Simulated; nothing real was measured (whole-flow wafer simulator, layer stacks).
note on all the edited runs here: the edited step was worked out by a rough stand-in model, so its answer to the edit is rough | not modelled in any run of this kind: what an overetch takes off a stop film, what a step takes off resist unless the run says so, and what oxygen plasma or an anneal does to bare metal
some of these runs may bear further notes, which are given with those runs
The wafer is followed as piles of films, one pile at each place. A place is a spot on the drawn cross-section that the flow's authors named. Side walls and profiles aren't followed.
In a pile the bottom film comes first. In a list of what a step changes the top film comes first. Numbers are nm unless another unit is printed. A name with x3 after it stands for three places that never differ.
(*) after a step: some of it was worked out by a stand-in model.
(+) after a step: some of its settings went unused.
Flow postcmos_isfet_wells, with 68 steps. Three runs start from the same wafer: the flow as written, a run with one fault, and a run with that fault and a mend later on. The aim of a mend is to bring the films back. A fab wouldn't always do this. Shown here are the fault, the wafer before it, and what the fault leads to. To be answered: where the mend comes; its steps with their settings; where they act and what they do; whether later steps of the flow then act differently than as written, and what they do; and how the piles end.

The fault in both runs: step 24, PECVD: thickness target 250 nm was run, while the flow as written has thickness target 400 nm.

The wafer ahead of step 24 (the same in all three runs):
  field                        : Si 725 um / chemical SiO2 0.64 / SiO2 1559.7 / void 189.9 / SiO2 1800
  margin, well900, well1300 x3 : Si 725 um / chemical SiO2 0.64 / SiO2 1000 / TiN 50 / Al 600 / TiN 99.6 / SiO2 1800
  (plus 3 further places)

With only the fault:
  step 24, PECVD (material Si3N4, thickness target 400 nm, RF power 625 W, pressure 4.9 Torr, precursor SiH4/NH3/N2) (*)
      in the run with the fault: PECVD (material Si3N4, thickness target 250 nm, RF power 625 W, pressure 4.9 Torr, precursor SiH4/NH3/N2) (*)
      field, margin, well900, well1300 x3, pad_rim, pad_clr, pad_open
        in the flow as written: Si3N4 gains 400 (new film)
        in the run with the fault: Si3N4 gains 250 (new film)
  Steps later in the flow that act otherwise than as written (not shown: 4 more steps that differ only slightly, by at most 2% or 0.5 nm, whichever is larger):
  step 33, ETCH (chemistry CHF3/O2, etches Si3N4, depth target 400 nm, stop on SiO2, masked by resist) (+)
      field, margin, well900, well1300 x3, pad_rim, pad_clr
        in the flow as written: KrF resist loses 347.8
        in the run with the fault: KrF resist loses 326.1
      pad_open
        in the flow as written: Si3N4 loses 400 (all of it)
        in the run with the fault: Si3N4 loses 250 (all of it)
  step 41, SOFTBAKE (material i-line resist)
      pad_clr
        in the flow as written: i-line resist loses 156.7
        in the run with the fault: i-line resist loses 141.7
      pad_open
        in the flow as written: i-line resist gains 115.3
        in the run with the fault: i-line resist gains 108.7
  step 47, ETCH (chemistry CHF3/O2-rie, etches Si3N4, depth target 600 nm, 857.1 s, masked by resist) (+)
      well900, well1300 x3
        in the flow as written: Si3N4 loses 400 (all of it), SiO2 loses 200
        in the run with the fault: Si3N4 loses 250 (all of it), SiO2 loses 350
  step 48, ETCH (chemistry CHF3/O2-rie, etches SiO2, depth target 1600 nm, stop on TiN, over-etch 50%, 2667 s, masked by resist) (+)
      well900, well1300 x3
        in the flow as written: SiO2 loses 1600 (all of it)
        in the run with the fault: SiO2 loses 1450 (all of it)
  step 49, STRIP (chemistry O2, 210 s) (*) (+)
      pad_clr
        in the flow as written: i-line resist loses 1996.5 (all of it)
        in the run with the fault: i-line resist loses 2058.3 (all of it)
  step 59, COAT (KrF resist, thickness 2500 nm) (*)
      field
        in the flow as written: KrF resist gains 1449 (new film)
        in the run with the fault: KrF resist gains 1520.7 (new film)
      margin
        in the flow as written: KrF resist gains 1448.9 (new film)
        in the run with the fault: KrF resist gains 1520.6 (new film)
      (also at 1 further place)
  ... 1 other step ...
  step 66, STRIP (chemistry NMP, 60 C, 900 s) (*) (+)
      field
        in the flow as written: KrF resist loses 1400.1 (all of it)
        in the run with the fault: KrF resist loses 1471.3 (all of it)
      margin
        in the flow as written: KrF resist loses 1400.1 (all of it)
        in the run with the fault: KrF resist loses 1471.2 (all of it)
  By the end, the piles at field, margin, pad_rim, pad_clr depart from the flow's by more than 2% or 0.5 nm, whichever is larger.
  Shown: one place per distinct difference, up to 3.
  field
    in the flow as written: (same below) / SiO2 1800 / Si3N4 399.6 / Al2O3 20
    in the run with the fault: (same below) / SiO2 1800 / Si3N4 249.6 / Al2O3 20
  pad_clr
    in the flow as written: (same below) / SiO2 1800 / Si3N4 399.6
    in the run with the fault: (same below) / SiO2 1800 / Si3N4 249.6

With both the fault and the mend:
  After step 32 comes the mend.
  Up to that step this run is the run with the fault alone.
  step 32a, STRIP (chemistry O2, 600 s) (*) (+)
      field, margin, well900, well1300 x3, pad_rim, pad_clr
        KrF resist loses 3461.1 (all of it)
  step 32b, PECVD (material Si3N4, thickness target 150 nm, RF power 625 W, pressure 4.9 Torr, precursor SiH4/NH3/N2) (*) (the flow's step 24 again, with other settings)
      field, margin, well900, well1300 x3, pad_rim, pad_clr, pad_open
        Si3N4 gains 150
  step 32c, HMDS (30 s) (the flow's step 26 again)
      does not change any film at any place that is followed
  step 32d, COAT (KrF resist, thickness 3500 nm) (the flow's step 27 again)
      field, margin, well900, well1300 x3, pad_rim, pad_clr, pad_open
        KrF resist gains 3500 (new film)
  step 32e, SOFTBAKE (material KrF resist) (the flow's step 28 again)
      does not change any film at any place that is followed
  step 32f, EBR (the flow's step 29 again)
      does not change any film at any place that is followed
  step 32g, EXPOSE (photomask PAD, dose 67.86 mJ/cm2, NA 0.55, wavelength 248 nm) (*) (the flow's step 30 again)
      does not change any film at any place that is followed
  step 32h, PEB (the flow's step 31 again)
      field, margin, well900, well1300 x3, pad_rim, pad_clr, pad_open
        KrF resist loses 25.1
  step 32i, DEVELOP (thickness 3500 nm, 60 s) (the flow's step 32 again)
      field, margin, well900, well1300 x3, pad_rim, pad_clr
        KrF resist loses 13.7
      pad_open
        KrF resist loses 3474.9 (all of it)
  None of the later steps of the flow acts differently than as written at any place that is followed.
  The piles end the same as the flow's at every place that both follow.
